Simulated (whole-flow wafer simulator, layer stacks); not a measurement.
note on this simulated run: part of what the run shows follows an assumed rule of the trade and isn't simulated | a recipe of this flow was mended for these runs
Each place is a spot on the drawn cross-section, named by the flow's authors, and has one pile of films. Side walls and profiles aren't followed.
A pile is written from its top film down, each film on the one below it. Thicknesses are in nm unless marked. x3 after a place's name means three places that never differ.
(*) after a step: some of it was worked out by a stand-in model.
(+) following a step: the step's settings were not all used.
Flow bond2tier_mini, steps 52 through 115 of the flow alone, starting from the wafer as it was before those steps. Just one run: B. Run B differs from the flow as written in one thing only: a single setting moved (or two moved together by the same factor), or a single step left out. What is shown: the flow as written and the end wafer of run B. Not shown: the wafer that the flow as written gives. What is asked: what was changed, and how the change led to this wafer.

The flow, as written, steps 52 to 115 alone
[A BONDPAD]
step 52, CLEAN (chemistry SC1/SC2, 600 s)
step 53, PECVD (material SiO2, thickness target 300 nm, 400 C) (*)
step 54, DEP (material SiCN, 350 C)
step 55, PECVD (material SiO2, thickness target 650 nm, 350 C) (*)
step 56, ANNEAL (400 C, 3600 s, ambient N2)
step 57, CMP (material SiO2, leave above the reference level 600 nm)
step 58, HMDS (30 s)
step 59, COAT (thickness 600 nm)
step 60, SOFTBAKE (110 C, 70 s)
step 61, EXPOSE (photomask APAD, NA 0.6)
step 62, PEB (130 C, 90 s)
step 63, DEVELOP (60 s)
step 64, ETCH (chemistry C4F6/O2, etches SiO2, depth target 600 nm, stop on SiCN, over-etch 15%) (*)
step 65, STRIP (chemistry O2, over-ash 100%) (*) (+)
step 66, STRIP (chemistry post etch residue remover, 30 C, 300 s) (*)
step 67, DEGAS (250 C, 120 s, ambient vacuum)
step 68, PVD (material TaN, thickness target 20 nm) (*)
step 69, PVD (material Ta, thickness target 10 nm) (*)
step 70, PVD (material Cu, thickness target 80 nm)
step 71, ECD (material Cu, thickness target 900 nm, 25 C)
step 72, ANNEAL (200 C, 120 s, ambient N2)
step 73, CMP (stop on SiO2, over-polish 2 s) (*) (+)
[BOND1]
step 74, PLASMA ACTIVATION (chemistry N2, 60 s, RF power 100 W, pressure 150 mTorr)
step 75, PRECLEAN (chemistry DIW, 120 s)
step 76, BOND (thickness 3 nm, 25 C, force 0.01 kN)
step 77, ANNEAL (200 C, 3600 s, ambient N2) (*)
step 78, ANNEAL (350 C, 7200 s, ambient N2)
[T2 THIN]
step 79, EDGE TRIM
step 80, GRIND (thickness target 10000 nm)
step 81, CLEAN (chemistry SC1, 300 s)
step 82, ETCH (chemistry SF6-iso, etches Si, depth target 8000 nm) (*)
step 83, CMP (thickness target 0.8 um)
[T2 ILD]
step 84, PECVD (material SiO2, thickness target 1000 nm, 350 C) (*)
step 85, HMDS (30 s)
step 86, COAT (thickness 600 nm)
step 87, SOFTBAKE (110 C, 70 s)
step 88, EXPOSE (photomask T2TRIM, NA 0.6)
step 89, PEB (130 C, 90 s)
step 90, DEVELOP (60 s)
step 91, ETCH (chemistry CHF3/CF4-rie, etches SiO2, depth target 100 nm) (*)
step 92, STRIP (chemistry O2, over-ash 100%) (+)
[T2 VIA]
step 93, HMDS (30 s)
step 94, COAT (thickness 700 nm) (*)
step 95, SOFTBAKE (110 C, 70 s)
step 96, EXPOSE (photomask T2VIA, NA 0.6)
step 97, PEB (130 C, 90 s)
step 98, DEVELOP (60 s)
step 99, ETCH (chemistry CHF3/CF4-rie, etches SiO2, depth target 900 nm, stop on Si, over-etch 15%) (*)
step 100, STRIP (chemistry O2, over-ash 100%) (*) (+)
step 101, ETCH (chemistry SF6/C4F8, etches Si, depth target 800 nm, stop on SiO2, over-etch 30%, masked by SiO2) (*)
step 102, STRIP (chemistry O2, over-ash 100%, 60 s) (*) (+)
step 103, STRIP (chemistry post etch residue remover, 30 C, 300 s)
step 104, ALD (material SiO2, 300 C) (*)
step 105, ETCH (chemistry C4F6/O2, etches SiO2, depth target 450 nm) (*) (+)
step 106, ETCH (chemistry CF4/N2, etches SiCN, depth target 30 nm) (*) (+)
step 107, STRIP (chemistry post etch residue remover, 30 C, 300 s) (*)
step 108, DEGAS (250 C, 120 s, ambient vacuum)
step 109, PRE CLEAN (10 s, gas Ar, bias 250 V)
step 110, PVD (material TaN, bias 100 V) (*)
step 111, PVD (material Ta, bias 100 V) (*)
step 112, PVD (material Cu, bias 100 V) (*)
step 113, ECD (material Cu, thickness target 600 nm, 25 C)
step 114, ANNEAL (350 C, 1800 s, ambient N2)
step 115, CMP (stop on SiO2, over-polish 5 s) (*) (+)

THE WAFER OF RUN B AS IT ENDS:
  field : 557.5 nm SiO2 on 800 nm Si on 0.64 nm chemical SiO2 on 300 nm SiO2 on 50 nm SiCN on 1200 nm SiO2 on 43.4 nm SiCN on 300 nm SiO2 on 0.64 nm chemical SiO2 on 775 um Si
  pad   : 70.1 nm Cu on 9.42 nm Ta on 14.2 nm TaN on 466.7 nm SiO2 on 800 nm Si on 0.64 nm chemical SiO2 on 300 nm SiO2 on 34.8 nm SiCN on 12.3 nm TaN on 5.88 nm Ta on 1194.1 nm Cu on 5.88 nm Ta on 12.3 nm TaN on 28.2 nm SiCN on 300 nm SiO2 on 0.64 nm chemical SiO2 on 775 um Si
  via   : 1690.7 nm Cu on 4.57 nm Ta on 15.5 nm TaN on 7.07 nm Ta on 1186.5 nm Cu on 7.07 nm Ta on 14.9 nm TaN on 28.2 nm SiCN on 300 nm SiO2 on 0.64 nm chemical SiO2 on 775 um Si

The reason: step 54, DEP: 385 C was run, whereas the flow has 350 C.

How this came from the change, step by step:
  step 54, DEP (material SiCN, 350 C)
      field, pad, via: SiCN gains 43.4 (new film) (as written it would have been: SiCN gains 50 (new film))
